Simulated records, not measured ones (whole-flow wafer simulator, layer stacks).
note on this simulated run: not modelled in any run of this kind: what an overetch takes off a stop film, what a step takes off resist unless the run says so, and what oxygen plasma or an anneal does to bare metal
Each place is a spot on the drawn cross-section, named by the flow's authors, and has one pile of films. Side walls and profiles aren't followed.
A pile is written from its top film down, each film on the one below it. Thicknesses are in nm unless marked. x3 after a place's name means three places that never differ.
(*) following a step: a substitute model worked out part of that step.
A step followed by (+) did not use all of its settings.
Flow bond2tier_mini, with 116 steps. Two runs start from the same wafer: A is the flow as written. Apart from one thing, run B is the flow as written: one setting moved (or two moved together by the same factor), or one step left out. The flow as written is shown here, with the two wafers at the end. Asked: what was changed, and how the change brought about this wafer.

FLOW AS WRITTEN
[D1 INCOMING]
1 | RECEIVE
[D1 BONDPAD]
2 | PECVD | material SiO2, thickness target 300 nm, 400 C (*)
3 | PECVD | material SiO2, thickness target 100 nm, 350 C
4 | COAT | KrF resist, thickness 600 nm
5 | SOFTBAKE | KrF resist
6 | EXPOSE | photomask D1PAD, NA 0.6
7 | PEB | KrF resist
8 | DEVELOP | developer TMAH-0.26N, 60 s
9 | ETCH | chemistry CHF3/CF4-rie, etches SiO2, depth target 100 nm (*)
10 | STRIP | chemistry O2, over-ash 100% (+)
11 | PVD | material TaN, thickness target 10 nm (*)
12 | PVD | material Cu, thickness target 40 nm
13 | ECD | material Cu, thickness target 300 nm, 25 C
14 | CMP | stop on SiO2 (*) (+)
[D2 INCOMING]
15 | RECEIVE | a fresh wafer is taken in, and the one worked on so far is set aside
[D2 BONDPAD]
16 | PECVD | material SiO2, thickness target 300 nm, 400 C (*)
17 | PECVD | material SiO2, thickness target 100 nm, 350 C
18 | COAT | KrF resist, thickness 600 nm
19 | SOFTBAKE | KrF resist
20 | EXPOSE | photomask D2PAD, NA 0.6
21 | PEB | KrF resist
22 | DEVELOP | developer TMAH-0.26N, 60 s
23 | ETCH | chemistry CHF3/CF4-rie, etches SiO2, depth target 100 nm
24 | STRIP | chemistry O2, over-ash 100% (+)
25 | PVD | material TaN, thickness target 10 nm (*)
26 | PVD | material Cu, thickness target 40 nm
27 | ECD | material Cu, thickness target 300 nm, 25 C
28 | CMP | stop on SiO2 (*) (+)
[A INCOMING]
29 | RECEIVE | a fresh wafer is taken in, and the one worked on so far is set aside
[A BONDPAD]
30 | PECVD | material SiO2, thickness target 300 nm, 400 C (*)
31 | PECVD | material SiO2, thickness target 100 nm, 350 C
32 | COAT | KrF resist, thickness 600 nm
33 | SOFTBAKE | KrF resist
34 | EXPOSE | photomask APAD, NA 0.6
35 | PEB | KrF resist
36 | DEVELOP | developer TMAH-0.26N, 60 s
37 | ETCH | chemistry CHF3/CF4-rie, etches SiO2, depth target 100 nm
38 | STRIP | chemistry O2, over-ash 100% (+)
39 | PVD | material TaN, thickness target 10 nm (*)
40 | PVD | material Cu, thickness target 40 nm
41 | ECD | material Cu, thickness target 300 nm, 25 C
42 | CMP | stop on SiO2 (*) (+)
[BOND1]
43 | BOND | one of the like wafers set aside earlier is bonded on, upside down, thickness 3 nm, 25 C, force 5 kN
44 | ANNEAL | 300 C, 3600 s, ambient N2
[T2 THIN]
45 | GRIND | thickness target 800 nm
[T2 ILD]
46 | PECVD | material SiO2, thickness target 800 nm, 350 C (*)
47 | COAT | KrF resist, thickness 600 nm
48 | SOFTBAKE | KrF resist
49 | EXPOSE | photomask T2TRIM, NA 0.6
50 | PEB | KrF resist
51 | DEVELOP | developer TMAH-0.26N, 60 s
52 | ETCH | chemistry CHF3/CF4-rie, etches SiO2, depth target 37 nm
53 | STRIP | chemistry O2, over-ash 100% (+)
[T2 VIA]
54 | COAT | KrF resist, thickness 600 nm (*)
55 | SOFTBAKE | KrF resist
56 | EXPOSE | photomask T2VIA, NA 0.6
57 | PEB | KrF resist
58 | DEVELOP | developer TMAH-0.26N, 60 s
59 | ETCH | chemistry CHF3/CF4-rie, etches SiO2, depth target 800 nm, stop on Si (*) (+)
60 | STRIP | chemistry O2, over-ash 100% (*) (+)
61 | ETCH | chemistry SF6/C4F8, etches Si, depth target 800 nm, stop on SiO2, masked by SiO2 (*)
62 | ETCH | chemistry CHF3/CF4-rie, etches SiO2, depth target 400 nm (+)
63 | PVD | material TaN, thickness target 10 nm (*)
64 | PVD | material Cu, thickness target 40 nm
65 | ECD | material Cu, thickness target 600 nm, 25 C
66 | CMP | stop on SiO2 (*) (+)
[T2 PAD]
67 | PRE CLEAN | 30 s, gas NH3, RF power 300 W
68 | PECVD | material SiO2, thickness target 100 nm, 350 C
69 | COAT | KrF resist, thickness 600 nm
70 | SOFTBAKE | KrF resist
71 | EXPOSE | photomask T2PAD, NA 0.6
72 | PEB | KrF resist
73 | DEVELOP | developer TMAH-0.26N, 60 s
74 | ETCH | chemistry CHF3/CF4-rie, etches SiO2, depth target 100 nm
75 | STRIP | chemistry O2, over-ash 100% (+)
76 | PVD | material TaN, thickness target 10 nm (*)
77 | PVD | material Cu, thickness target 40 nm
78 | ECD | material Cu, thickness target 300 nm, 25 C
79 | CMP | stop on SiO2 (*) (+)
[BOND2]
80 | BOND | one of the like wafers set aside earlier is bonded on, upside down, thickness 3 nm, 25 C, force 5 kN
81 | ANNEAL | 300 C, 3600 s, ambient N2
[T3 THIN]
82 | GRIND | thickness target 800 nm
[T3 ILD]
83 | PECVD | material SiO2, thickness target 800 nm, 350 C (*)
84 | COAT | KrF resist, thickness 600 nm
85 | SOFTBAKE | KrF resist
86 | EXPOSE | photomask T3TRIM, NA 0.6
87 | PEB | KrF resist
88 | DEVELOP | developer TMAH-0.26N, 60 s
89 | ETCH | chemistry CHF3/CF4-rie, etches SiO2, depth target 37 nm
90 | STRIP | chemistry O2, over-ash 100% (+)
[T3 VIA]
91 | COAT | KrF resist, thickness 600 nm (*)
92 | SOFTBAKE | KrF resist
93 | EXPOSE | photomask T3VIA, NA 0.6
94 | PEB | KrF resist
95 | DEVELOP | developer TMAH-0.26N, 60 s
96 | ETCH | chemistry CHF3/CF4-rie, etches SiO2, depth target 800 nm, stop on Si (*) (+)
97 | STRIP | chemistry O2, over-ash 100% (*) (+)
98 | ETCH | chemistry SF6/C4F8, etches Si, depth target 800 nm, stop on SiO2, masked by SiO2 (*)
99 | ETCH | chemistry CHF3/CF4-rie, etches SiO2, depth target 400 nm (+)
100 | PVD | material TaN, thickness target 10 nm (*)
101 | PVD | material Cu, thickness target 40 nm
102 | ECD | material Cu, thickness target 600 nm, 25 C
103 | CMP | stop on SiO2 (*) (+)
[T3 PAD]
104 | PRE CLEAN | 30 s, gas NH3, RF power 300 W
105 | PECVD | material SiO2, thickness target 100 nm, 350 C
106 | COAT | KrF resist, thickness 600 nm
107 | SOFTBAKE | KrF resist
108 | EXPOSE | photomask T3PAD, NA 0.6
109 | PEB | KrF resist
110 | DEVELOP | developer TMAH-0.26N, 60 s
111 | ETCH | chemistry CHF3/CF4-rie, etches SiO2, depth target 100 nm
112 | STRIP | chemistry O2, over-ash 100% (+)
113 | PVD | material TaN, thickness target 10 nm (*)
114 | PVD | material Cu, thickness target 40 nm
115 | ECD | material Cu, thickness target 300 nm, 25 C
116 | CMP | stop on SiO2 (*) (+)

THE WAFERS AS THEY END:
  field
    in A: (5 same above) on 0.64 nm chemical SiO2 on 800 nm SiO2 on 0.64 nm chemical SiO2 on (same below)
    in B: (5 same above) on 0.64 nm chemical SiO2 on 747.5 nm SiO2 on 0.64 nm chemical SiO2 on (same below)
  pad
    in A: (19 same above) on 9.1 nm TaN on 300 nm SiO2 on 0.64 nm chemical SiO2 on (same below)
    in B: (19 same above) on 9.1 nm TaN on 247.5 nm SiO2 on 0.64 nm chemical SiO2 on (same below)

Cause: step 31, PECVD: thickness target 47.5 nm was run, whereas the flow has thickness target 100 nm.

Step by step, how the change led to this:
  31 | PECVD | material SiO2, thickness target 100 nm, 350 C
      field, pad, via: A SiO2 gains 100 | B SiO2 gains 47.5
